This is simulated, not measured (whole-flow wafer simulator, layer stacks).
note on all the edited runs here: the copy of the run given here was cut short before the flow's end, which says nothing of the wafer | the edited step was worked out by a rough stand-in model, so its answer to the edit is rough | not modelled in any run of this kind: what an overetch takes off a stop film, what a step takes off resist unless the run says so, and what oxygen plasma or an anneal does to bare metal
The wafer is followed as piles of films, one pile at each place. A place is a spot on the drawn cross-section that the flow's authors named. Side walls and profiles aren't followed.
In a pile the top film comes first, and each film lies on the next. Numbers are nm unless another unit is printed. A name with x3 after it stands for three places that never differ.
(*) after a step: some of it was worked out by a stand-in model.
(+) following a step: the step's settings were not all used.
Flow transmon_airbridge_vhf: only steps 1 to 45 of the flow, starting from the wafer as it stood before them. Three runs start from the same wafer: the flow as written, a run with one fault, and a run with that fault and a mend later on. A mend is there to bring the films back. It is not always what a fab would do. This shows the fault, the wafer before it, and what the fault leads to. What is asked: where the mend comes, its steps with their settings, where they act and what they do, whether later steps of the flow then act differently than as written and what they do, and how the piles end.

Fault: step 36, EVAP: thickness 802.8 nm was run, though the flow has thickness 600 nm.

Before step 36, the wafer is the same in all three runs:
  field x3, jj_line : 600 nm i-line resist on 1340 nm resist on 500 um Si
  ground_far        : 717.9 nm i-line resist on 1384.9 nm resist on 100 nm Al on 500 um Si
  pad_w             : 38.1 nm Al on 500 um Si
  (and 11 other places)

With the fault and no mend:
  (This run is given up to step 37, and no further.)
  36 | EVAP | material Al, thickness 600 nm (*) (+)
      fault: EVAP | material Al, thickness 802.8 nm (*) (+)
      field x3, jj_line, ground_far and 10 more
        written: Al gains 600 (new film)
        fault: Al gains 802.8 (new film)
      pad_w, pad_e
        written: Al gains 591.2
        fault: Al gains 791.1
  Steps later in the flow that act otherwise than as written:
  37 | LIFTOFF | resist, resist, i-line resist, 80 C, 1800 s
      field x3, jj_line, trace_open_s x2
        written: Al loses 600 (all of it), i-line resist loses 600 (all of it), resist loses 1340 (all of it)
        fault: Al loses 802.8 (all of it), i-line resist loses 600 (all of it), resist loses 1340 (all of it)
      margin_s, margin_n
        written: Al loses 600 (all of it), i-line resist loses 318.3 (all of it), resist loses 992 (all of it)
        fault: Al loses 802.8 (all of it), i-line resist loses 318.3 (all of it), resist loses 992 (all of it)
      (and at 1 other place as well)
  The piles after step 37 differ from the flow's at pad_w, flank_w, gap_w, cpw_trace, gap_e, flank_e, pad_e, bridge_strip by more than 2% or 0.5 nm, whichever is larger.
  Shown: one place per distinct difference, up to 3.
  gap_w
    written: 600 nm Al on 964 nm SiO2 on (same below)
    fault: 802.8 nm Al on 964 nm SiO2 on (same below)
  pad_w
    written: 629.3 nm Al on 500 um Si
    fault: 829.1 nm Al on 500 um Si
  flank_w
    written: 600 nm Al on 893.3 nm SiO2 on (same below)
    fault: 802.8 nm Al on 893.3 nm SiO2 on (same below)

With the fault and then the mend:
  The mend follows step 36.
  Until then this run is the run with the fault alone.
  36a | METAL ETCH | etches Al, depth 202.8 nm, stop on Si, masked by resist (the flow's step 11, run once more with other settings)
      field x3, jj_line, ground_far and 12 more
        Al loses 202.8
  Later steps of the flow that are run all act as written at every place that is followed, up to a difference of at most 2% or 0.5 nm, whichever is larger.
  At the end the piles are close to the flow's at the places that both follow, differing by at most 2% or 0.5 nm, whichever is larger.
